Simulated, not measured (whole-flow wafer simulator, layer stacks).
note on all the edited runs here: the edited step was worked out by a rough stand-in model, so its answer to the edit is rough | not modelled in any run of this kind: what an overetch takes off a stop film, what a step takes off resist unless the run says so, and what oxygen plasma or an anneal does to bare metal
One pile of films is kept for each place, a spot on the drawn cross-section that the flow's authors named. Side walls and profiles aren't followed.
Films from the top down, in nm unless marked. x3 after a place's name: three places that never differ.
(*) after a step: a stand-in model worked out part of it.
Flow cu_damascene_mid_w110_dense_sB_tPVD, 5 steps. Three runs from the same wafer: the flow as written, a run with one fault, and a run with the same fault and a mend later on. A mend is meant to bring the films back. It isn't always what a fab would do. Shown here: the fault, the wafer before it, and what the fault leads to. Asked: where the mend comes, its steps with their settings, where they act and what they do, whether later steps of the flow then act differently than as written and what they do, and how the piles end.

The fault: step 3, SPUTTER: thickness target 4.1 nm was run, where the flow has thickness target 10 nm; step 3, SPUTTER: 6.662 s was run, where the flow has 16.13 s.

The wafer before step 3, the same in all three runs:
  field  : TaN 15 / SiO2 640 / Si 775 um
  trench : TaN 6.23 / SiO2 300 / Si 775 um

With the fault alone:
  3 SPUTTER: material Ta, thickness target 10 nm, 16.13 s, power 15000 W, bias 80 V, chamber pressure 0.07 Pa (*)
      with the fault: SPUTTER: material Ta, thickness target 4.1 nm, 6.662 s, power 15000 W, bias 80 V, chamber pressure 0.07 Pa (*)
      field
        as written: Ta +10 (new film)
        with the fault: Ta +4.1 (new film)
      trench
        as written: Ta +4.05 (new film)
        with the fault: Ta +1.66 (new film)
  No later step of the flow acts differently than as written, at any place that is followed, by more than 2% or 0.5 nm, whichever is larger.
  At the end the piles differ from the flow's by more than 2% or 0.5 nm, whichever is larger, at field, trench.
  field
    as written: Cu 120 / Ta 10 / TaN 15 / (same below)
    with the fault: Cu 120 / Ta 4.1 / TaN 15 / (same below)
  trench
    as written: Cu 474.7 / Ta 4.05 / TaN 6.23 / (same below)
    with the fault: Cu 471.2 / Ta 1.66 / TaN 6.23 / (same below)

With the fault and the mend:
  The mend comes after step 3.
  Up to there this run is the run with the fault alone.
  3a SPUTTER: material Ta, thickness target 5.9 nm, 9.468 s, power 15000 W, bias 80 V, chamber pressure 0.07 Pa (*) (the flow's step 3 once more, with other settings)
      field
        Ta +5.9
      trench
        Ta +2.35
  No later step of the flow acts differently than as written, at any place that is followed, by more than 2% or 0.5 nm, whichever is larger.
  At the end the piles differ from the flow's only slightly at the places that both follow, by at most 2% or 0.5 nm, whichever is larger.
